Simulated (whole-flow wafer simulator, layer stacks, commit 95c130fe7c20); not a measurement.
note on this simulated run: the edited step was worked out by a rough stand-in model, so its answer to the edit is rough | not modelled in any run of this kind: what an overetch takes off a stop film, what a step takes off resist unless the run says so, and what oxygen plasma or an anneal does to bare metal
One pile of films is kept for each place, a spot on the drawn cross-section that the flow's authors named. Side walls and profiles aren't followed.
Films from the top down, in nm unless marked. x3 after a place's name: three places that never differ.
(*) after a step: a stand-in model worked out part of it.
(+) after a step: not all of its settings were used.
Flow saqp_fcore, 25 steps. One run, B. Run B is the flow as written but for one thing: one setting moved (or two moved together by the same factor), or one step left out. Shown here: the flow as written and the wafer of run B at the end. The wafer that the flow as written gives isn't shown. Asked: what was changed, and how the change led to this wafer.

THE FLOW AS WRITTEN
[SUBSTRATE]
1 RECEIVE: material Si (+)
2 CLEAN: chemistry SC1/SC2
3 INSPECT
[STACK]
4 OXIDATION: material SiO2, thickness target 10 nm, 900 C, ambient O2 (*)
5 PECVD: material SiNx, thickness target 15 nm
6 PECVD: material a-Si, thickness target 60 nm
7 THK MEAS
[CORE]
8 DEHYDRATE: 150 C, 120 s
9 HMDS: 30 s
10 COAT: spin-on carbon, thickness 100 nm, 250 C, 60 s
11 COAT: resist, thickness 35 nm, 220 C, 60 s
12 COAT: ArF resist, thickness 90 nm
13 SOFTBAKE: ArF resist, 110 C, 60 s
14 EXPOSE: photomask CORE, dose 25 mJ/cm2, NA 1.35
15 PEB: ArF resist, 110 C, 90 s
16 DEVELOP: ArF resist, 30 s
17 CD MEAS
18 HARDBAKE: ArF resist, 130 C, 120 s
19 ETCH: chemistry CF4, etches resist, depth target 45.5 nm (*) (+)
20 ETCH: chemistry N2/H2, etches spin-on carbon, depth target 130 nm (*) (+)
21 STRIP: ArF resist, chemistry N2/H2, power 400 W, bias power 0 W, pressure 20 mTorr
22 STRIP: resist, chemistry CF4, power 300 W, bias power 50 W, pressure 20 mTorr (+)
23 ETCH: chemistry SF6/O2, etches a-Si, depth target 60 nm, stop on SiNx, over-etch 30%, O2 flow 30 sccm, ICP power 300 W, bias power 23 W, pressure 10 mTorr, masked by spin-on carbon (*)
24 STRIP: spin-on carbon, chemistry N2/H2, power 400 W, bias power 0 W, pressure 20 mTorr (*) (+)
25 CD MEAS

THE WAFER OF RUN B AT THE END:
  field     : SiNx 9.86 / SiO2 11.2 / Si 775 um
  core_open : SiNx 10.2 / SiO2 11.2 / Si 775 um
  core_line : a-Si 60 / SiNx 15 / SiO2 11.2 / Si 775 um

The cause: step 4, OXIDATION: thickness target 11.2 nm was run, where the flow has thickness target 10 nm.
It can be read off the wafer: field has SiO2 11.2, and step 4 as written asks for 10 nm.

How the change led to this, step by step:
  4 OXIDATION: material SiO2, thickness target 10 nm, 900 C, ambient O2 (*)
      field, core_open, core_line: SiO2 +11.2 (new film), chemical SiO2 -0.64 (all of it), Si -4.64 (as written it would be: SiO2 +10 (new film), chemical SiO2 -0.64 (all of it), Si -4.12)
